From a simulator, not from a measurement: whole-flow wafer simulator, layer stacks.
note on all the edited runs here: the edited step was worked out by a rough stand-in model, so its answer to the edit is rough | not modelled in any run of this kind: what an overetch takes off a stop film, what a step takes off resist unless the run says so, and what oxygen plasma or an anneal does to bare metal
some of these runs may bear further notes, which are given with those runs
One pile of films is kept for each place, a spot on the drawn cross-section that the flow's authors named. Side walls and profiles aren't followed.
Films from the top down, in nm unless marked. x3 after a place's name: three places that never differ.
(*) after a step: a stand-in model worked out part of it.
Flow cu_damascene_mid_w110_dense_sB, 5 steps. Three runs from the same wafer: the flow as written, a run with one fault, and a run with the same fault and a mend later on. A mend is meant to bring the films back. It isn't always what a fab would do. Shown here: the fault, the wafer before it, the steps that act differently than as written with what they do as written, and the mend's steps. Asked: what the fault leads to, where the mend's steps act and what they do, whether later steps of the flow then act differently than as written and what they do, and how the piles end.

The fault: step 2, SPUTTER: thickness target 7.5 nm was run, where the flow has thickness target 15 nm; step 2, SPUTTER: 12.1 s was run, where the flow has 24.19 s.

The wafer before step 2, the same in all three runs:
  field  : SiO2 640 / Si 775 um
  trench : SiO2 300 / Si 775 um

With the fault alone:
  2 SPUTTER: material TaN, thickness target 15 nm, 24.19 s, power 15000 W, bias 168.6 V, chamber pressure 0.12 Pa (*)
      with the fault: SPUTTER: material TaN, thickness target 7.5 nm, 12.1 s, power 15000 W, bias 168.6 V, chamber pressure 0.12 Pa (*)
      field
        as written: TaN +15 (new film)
        with the fault: TaN +7.5 (new film)
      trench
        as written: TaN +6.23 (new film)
        with the fault: TaN +3.12 (new film)
  Later steps of the flow that act differently than as written (2 more steps differ only slightly, by at most 2% or 0.5 nm, whichever is larger, and aren't shown):
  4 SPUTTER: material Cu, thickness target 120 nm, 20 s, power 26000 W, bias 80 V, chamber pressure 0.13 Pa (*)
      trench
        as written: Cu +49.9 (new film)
        with the fault: Cu +51.2 (new film)
  At the end the piles differ from the flow's by more than 2% or 0.5 nm, whichever is larger, at field, trench.
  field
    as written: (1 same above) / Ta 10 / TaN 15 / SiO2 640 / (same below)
    with the fault: (1 same above) / Ta 10 / TaN 7.5 / SiO2 640 / (same below)
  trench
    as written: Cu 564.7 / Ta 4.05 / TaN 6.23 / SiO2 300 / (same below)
    with the fault: Cu 560.2 / Ta 4.14 / TaN 3.12 / SiO2 300 / (same below)

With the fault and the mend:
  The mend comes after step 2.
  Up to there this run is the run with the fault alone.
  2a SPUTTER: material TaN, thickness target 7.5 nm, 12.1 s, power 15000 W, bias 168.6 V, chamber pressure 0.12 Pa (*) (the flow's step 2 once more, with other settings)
      field
        TaN +7.5
      trench
        TaN +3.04
  No later step of the flow acts differently than as written, at any place that is followed, by more than 2% or 0.5 nm, whichever is larger.
  At the end the piles differ from the flow's only slightly at the places that both follow, by at most 2% or 0.5 nm, whichever is larger.
